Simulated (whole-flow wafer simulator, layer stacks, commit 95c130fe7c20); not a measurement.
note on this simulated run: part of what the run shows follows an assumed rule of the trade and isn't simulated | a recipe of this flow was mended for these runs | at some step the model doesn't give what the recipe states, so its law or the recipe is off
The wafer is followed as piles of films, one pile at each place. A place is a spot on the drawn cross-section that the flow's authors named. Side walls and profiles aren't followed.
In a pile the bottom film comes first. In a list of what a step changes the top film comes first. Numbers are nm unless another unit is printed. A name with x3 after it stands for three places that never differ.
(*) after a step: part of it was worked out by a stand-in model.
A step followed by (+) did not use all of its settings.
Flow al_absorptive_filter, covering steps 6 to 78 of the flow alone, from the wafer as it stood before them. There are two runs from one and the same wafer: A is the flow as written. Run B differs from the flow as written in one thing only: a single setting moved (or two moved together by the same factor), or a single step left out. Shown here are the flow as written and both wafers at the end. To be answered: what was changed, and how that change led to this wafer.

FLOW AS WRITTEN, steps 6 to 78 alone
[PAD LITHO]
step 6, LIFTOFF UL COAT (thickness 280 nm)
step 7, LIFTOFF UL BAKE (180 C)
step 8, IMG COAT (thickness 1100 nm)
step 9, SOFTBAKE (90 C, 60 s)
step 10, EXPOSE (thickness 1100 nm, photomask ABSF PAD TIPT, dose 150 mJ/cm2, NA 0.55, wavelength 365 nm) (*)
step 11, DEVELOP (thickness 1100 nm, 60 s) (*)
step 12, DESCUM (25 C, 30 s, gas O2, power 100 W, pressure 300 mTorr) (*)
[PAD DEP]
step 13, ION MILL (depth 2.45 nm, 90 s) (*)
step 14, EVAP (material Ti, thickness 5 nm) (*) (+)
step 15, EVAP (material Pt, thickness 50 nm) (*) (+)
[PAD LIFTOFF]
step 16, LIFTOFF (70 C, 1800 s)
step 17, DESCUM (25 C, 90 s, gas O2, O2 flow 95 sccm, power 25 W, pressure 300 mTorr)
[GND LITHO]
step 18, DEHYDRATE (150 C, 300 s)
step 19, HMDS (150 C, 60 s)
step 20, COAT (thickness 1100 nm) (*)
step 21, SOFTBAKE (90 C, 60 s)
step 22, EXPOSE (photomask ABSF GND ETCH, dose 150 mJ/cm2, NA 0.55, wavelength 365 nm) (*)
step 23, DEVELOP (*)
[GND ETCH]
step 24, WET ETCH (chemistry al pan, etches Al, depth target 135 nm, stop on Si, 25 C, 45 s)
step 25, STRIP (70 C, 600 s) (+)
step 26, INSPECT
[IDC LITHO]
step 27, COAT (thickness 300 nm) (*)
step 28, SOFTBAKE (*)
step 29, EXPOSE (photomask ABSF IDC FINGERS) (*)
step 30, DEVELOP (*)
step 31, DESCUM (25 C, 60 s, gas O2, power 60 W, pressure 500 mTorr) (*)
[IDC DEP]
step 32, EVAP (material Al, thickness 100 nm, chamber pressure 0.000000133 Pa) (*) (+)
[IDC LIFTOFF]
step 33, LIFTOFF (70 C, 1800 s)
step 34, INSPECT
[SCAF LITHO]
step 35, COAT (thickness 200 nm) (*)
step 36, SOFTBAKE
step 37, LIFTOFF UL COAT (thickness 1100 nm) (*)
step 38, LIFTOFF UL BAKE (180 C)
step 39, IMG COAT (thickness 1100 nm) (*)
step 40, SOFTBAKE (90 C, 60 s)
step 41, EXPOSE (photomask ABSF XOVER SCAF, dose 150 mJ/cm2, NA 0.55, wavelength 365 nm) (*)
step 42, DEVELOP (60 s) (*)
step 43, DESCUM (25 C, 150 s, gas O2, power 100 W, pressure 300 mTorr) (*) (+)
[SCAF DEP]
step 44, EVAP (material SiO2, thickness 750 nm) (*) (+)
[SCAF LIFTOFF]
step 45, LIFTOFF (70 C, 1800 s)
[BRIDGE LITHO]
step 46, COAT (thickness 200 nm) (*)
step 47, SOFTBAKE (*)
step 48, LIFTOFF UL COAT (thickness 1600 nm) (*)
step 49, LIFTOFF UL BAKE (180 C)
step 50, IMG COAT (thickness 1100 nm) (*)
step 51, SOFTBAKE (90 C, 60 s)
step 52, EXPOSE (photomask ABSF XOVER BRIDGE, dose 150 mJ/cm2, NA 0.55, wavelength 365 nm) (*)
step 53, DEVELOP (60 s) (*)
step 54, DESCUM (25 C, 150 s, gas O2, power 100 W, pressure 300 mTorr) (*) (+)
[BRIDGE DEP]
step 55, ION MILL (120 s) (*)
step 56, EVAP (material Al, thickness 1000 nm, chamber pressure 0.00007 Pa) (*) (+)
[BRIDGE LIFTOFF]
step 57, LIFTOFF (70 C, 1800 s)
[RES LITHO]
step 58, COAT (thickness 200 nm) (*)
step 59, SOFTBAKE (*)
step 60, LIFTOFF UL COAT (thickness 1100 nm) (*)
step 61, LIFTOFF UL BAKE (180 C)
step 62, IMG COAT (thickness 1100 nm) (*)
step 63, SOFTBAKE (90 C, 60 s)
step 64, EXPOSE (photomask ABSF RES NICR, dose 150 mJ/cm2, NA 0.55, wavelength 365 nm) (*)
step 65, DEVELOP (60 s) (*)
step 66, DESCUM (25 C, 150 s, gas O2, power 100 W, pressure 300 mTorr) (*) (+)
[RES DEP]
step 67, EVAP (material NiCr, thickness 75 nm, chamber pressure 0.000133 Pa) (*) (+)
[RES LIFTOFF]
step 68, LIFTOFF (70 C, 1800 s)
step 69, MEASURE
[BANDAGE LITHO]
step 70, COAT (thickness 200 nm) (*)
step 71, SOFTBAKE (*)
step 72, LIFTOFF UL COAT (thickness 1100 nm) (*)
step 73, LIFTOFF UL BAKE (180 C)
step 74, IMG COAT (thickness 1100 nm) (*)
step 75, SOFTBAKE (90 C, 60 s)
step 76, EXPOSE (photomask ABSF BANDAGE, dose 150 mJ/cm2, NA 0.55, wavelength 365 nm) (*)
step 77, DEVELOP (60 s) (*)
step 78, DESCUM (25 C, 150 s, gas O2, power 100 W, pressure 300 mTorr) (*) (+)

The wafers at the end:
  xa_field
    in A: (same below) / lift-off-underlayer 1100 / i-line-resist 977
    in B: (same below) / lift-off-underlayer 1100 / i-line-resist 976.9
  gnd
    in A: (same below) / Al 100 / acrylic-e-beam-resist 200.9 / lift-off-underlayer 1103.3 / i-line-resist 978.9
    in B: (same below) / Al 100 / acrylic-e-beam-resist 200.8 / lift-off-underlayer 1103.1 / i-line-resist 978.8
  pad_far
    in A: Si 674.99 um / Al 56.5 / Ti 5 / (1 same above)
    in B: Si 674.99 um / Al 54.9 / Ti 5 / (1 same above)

Cause: step 11, DEVELOP: 64.8 s was run, though the flow has 60 s.

The path from the change to this, step by step:
  step 11, DEVELOP (thickness 1100 nm, 60 s) (*)
      pad_far, pad_near: A -1100 i-line-resist (all of it), -280 lift-off-underlayer (all of it), -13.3 Al | B -1100 i-line-resist (all of it), -280 lift-off-underlayer (all of it), -14.9 Al
